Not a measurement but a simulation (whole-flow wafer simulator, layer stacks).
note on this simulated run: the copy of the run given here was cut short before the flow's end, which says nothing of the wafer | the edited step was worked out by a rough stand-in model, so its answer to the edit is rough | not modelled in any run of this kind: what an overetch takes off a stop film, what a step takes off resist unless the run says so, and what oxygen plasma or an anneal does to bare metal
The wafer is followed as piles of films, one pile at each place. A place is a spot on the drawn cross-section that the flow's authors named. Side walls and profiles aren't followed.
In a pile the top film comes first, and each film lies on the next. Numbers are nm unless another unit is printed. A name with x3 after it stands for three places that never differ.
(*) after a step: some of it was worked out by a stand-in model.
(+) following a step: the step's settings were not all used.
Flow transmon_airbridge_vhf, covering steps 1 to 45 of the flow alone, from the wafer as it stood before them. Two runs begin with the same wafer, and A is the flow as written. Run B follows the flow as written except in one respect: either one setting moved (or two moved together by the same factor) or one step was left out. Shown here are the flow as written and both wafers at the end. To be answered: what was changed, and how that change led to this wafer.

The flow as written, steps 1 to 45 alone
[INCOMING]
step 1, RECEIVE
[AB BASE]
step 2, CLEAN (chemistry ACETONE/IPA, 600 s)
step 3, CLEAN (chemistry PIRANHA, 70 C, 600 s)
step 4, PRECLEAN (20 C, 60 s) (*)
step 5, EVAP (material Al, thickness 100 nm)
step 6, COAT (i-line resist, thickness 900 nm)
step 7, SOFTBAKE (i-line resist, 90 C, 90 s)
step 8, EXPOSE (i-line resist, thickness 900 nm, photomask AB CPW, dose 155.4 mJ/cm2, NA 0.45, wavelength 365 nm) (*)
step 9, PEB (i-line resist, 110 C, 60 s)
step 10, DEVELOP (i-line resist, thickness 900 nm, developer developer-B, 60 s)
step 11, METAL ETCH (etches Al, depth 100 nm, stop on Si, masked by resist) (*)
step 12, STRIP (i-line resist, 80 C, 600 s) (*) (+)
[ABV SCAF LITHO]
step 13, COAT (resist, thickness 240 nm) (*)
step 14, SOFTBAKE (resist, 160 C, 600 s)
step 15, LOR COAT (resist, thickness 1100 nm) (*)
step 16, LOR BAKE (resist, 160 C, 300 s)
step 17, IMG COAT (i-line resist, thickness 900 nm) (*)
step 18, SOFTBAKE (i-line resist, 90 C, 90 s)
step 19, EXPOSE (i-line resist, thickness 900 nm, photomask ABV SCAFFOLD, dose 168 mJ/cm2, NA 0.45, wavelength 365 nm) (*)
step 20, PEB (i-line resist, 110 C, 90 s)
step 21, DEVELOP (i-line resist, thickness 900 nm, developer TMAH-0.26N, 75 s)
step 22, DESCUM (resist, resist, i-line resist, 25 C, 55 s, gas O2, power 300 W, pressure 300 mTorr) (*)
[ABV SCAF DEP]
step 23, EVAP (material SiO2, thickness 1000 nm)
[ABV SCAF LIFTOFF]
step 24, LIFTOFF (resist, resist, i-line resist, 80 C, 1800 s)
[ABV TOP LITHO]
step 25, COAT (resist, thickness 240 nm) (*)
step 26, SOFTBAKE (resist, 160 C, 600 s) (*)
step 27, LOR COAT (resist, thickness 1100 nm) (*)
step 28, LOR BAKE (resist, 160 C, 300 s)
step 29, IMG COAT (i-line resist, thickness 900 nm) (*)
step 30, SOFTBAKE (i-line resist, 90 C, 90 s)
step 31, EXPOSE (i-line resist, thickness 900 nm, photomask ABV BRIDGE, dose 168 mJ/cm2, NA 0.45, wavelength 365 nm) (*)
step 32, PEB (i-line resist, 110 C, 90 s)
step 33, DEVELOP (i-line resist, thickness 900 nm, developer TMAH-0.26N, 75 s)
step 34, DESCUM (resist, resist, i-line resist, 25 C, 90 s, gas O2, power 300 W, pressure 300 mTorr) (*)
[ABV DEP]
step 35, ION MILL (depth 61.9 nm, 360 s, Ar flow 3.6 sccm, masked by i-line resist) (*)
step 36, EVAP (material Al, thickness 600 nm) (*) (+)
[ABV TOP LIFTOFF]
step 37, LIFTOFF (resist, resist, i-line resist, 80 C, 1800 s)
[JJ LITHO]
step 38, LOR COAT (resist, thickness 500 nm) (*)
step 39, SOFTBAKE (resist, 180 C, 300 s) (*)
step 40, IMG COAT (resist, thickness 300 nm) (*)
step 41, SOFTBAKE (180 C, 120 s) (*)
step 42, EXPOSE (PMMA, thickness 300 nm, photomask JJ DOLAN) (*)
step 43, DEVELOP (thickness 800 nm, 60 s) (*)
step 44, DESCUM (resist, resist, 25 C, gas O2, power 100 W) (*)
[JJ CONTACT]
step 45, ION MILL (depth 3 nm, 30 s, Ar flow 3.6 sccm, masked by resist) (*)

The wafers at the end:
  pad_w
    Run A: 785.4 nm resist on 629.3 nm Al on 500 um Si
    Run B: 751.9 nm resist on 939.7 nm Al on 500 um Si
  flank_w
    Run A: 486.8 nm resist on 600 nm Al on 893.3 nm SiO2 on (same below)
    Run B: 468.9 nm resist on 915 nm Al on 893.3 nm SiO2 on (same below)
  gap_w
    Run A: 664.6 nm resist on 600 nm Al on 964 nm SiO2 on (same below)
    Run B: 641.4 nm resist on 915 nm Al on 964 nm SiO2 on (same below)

The reason: step 36, EVAP: thickness 915 nm was run, while the flow as written has thickness 600 nm.
The wafer itself shows it: flank_w has Al 915, and step 36 as written asks for 600 nm.

The path from the change to this, step by step:
  step 36, EVAP (material Al, thickness 600 nm) (*) (+)
      field x3, jj_line, ground_far and 10 more: A Al gains 600 (new film) | B Al gains 915 (new film)
      pad_w, pad_e: A Al gains 591.2 | B Al gains 901.6
  step 37, LIFTOFF (resist, resist, i-line resist, 80 C, 1800 s)
      field x3, jj_line, trace_open_s x2: A Al loses 600 (all of it), i-line resist loses 600 (all of it), resist loses 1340 (all of it) | B Al loses 915 (all of it), i-line resist loses 600 (all of it), resist loses 1340 (all of it)
      margin_s, margin_n: A Al loses 600 (all of it), i-line resist loses 318.3 (all of it), resist loses 992 (all of it) | B Al loses 915 (all of it), i-line resist loses 318.3 (all of it), resist loses 992 (all of it)
      (as well as at 1 more place)
  step 38, LOR COAT (resist, thickness 500 nm) (*)
      pad_w, pad_e: A resist gains 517 (new film) | B resist gains 496.3 (new film)
      flank_w, flank_e: A resist gains 306.5 (new film) | B resist gains 298.7 (new film)
      (as well as at 6 more places)
  step 40, IMG COAT (resist, thickness 300 nm) (*)
      pad_w, pad_e: A resist gains 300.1 | B resist gains 287.4
      flank_w, flank_e: A resist gains 212.1 | B resist gains 201.9
      (as well as at 6 more places)
